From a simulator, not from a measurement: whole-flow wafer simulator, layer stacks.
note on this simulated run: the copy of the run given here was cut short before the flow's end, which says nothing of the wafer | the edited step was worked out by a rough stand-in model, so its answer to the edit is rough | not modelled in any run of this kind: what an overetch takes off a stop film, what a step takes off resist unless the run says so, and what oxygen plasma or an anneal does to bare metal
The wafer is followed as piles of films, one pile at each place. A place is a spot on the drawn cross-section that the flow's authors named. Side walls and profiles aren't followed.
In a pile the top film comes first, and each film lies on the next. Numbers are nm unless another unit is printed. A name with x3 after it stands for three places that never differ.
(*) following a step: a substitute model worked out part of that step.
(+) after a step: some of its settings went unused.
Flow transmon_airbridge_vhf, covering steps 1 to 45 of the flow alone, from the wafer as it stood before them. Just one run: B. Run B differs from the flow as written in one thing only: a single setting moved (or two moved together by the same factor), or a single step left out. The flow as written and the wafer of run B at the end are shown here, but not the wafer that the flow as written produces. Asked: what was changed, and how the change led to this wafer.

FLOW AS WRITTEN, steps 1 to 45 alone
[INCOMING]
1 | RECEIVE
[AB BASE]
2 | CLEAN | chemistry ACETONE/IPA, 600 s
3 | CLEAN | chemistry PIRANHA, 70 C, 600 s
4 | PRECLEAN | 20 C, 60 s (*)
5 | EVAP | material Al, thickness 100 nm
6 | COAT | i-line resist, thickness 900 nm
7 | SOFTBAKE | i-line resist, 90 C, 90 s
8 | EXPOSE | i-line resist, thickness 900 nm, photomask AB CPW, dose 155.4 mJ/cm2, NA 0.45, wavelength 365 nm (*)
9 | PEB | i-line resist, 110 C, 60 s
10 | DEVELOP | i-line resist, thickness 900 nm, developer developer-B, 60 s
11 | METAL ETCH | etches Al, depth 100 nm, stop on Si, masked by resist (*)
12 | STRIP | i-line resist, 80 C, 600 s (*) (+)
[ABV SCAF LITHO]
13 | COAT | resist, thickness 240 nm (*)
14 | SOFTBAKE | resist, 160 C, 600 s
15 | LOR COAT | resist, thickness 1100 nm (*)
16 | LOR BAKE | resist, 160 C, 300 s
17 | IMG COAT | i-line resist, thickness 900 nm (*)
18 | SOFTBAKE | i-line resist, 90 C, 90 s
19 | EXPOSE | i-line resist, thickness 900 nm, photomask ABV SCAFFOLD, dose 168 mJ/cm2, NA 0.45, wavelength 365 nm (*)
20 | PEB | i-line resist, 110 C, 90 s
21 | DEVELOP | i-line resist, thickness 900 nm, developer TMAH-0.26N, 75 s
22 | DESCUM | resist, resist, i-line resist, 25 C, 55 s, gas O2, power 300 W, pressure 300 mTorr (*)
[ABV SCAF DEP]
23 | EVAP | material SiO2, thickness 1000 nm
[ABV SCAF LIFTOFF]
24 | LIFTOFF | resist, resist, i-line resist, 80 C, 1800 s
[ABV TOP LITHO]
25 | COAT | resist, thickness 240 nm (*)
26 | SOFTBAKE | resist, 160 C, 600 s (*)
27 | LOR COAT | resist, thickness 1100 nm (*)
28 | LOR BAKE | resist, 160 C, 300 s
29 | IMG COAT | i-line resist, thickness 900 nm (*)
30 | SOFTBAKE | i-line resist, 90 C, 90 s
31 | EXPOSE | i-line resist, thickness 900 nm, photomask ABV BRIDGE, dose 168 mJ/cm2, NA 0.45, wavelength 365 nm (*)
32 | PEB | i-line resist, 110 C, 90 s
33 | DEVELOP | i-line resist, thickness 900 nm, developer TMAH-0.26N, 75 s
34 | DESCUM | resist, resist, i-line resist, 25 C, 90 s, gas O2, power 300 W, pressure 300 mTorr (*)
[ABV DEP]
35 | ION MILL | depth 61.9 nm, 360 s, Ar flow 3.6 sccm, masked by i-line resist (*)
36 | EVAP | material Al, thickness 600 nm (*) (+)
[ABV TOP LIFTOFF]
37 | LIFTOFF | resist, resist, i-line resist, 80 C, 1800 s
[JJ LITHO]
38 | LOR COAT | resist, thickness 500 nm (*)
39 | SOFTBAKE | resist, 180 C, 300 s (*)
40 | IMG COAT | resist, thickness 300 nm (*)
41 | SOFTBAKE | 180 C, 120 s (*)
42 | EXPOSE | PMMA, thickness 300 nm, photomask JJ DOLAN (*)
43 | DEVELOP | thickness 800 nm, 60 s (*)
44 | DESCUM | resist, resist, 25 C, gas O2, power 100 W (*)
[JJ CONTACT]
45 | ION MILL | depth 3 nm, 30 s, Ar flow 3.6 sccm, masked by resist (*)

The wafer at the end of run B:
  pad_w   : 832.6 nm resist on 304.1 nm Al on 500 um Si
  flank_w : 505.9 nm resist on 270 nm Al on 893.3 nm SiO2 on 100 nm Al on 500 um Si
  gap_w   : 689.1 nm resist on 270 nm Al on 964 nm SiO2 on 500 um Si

What caused this: step 36, EVAP: thickness 270 nm was run, while the flow as written has thickness 600 nm.
The wafer lets one read it off: flank_w has Al 270, and step 36 as written asks for 600 nm.

Step by step, how the change led to this:
  36 | EVAP | material Al, thickness 600 nm (*) (+)
      field x3, jj_line, ground_far and 10 more: Al gains 270 (new film) (it would be, as written: Al gains 600 (new film))
      pad_w, pad_e: Al gains 266.1 (it would be, as written: Al gains 591.2)
  37 | LIFTOFF | resist, resist, i-line resist, 80 C, 1800 s
      field x3, jj_line, trace_open_s x2: Al loses 270 (all of it), i-line resist loses 600 (all of it), resist loses 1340 (all of it) (it would be, as written: Al loses 600 (all of it), i-line resist loses 600 (all of it), resist loses 1340 (all of it))
      margin_s, margin_n: Al loses 270 (all of it), i-line resist loses 318.3 (all of it), resist loses 992 (all of it) (it would be, as written: Al loses 600 (all of it), i-line resist loses 318.3 (all of it), resist loses 992 (all of it))
      (also at 1 further place)
  38 | LOR COAT | resist, thickness 500 nm (*)
      pad_w, pad_e: resist gains 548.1 (new film) (it would be, as written: resist gains 517 (new film))
      flank_w, flank_e: resist gains 314.4 (new film) (it would be, as written: resist gains 306.5 (new film))
      (also at 6 further places)
  40 | IMG COAT | resist, thickness 300 nm (*)
      pad_w, pad_e: resist gains 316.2 (it would be, as written: resist gains 300.1)
      flank_w, flank_e: resist gains 223.3 (it would be, as written: resist gains 212.1)
      (also at 6 further places)
